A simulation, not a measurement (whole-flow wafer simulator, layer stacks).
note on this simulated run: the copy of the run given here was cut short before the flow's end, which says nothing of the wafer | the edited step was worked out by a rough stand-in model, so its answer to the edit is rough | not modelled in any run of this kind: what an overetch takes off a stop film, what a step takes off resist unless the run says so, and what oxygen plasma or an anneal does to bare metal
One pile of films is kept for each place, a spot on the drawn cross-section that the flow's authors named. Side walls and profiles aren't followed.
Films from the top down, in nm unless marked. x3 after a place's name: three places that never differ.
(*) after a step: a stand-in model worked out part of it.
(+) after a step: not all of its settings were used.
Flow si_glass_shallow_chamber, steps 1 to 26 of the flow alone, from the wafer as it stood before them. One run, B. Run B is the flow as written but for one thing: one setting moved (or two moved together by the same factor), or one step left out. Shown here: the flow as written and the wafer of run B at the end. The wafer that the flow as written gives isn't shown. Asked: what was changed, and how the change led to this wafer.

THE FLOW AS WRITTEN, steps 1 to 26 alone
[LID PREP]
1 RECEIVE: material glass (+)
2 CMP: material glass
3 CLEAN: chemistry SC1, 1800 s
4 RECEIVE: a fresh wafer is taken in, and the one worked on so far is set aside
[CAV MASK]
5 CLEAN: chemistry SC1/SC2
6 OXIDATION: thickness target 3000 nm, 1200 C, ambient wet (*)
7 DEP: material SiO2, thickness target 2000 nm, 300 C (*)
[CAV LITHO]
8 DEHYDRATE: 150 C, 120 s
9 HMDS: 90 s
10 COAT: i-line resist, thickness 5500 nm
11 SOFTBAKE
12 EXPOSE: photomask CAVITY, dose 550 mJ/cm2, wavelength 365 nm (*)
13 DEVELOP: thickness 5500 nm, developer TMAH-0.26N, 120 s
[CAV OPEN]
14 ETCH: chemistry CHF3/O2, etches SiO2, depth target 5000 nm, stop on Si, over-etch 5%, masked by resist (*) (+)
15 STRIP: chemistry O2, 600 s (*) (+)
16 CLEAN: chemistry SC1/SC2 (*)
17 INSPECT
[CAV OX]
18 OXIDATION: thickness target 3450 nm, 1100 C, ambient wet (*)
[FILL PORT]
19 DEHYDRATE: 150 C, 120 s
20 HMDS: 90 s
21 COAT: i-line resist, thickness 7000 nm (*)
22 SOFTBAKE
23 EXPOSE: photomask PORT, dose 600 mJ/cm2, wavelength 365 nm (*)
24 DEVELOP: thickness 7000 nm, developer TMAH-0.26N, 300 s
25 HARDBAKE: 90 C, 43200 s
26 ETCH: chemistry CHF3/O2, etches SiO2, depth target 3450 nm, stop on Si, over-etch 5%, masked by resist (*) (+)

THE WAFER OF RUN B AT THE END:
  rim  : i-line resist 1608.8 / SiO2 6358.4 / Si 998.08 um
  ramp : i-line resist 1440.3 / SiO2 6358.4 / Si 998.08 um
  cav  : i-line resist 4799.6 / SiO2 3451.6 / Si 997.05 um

The cause: step 6, OXIDATION: thickness target 3300 nm was run, where the flow has thickness target 3000 nm.

How the change led to this, step by step:
  6 OXIDATION: thickness target 3000 nm, 1200 C, ambient wet (*)
      rim, ramp, cav, port, septum, ring: SiO2 +3300 (new film), chemical SiO2 -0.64 (all of it), Si -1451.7 (as written it would be: SiO2 +3000 (new film), chemical SiO2 -0.64 (all of it), Si -1319.7)
  14 ETCH: chemistry CHF3/O2, etches SiO2, depth target 5000 nm, stop on Si, over-etch 5%, masked by resist (*) (+)
      cav, port: SiO2 -5250 (as written it would be: SiO2 -5000 (all of it), Si -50)
  15 STRIP: chemistry O2, 600 s (*) (+)
      cav, port: nothing (as written it would be: chemical SiO2 +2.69 (new film), Si -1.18)
  18 OXIDATION: thickness target 3450 nm, 1100 C, ambient wet (*)
      cav, port: SiO2 +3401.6, Si -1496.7 (as written it would be: SiO2 +3450 (new film), chemical SiO2 -2.69 (all of it), Si -1516.8)
      rim, ramp, septum, ring: SiO2 +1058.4, Si -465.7 (as written it would be: SiO2 +1109.8, Si -488.3)
  22 SOFTBAKE
      rim: i-line resist -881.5 (as written it would be: i-line resist -849)
      ramp: i-line resist -457.7 (as written it would be: i-line resist -434.5)
      (and at 3 more places)
  25 HARDBAKE: 90 C, 43200 s
      rim: i-line resist -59 (as written it would be: i-line resist -62.5)
      ramp: i-line resist -53.2 (as written it would be: i-line resist -57.1)
